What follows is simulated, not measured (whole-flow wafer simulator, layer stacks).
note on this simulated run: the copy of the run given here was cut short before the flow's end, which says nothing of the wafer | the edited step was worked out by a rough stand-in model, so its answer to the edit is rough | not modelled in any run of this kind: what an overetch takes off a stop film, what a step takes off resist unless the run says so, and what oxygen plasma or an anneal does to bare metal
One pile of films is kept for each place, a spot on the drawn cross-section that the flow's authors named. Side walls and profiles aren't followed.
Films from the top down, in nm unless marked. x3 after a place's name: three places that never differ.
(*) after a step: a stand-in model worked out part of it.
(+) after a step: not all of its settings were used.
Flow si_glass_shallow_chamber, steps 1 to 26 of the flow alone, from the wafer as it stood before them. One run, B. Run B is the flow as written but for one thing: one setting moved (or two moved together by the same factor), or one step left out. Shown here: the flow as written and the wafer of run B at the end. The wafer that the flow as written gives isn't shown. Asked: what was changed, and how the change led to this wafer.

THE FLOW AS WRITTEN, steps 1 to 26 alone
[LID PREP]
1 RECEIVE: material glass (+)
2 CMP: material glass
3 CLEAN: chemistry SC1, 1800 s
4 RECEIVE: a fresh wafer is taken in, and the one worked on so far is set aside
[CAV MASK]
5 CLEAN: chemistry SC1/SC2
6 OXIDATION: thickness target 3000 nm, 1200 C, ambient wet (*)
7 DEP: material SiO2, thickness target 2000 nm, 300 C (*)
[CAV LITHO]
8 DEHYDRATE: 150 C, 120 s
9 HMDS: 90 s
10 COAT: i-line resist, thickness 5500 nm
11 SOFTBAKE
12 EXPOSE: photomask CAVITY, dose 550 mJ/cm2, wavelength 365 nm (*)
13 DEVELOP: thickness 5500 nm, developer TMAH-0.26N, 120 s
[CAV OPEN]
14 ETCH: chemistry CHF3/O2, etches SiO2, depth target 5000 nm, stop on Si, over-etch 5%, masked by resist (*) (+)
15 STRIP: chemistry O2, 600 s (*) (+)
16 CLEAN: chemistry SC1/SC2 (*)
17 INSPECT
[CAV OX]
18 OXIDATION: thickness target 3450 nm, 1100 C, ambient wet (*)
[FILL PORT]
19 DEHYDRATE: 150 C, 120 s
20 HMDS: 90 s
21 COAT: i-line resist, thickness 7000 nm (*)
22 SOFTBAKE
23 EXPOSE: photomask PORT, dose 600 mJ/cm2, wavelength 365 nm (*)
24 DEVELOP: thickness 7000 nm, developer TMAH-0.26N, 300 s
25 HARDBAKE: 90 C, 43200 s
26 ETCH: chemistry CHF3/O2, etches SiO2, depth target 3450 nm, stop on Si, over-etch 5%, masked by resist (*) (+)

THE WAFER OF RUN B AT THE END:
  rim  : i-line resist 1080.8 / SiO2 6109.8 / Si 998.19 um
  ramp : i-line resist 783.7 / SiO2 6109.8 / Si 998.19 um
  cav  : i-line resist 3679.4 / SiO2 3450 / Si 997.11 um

The cause: step 21, COAT: thickness 5992 nm was run, where the flow has thickness 7000 nm.

How the change led to this, step by step:
  21 COAT: i-line resist, thickness 7000 nm (*)
      rim: i-line resist +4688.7 (new film) (as written it would be: i-line resist +5660.1 (new film))
      ramp: i-line resist +4130.8 (new film) (as written it would be: i-line resist +5087.8 (new film))
      (and at 4 more places)
  22 SOFTBAKE
      port: i-line resist -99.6 (as written it would be: i-line resist +245.2)
      rim: i-line resist -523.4 (as written it would be: i-line resist -849)
      (and at 4 more places)
  24 DEVELOP: thickness 7000 nm, developer TMAH-0.26N, 300 s
      port: i-line resist -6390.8 (all of it) (as written it would be: i-line resist -7752.6 (all of it))
  25 HARDBAKE: 90 C, 43200 s
      rim: i-line resist -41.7 (as written it would be: i-line resist -62.5)
      ramp: i-line resist -33.2 (as written it would be: i-line resist -57.1)
      (and at 3 more places)
